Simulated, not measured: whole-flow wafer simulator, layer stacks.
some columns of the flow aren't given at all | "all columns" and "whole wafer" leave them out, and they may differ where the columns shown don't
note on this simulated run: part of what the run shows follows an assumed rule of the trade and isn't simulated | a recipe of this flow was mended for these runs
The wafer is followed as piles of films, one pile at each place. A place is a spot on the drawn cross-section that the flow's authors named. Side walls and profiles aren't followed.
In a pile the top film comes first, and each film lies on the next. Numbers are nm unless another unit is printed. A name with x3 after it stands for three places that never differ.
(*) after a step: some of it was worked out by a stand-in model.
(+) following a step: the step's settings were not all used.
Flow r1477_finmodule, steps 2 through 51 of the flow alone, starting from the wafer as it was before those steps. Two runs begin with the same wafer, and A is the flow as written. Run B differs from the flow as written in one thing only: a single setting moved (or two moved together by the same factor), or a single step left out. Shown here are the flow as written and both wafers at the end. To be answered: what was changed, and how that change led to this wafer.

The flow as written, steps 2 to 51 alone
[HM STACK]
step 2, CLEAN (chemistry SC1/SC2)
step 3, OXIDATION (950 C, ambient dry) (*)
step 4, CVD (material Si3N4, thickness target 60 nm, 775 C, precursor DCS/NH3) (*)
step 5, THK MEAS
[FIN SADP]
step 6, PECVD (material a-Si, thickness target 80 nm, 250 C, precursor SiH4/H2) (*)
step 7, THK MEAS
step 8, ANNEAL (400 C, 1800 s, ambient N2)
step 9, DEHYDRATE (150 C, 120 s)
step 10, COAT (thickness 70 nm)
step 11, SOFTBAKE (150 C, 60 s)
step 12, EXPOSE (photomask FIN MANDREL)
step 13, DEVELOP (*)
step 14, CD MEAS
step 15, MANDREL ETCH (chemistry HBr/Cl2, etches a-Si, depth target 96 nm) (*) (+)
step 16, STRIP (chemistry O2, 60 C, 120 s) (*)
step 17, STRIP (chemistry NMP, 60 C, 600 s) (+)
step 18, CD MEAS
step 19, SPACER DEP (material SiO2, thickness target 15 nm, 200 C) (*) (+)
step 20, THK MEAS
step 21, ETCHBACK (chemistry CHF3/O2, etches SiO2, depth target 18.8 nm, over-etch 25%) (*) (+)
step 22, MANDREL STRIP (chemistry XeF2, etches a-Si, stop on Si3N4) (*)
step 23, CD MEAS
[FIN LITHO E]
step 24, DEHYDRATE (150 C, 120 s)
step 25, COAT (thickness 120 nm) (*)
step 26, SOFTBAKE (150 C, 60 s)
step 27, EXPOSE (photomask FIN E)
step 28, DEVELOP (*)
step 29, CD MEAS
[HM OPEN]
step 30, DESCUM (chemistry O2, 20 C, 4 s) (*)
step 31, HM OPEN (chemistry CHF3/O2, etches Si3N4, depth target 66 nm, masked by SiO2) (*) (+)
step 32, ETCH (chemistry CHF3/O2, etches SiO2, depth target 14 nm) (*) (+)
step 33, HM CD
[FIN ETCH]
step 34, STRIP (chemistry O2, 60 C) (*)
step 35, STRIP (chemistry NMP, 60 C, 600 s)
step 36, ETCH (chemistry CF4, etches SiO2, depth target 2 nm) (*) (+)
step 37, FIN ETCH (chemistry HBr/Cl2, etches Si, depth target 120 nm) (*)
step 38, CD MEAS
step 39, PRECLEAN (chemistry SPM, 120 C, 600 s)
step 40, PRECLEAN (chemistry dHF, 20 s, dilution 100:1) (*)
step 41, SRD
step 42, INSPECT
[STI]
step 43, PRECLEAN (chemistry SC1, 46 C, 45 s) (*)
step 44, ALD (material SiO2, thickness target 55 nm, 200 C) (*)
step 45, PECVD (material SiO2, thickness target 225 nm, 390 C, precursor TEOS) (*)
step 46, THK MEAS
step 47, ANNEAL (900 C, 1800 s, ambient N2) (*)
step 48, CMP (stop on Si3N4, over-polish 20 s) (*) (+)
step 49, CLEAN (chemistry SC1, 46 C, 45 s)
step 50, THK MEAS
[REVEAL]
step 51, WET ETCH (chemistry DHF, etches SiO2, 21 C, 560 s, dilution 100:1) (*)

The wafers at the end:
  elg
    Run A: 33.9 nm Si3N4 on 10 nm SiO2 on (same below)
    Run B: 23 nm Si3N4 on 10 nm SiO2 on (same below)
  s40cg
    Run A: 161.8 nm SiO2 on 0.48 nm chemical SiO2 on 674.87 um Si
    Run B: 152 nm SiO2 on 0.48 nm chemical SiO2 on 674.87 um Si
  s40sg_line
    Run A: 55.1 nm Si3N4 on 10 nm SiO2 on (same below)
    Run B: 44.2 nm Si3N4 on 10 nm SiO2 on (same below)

Cause: step 4, CVD: 763 C was run, though the flow has 775 C.

Step by step, how the change led to this:
  step 4, CVD (material Si3N4, thickness target 60 nm, 775 C, precursor DCS/NH3) (*)
      pad, padg, elg and 33 more: A +60 Si3N4 (new film) | B +49.2 Si3N4 (new film)
  step 31, HM OPEN (chemistry CHF3/O2, etches Si3N4, depth target 66 nm, masked by SiO2) (*) (+)
      pad, padg, esg and 13 more: A -54.1 Si3N4 (all of it), -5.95 SiO2 | B -43.3 Si3N4 (all of it), -10 SiO2 (all of it), -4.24 Si
      s40cg, s45cg, s50cg, s40co, s45co, s50co: A -60 Si3N4 (all of it), -3 SiO2 | B -49.2 Si3N4 (all of it), -8.41 SiO2
  step 32, ETCH (chemistry CHF3/O2, etches SiO2, depth target 14 nm) (*) (+)
      e100sg, s40sg, e100so, s40so: A -4.05 SiO2 (all of it), -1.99 Si | B -2.51 Si
      pad, padg: A -4.05 SiO2 (all of it), -1.99 Si | B -2.8 Si
      (also at 16 further places)
  step 44, ALD (material SiO2, thickness target 55 nm, 200 C) (*)
      s40cg, s45cg, s50cg, s40co, s45co, s50co: A +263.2 SiO2 (new film) | B +253.4 SiO2 (new film)
      s40sg, s45sg, s40so, s45so: A +263.8 SiO2 (new film) | B +257.7 SiO2 (new film)
      (also at 10 further places)
  step 48, CMP (stop on Si3N4, over-polish 20 s) (*) (+)
      pad, padg: A -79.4 SiO2 | B -85.2 SiO2
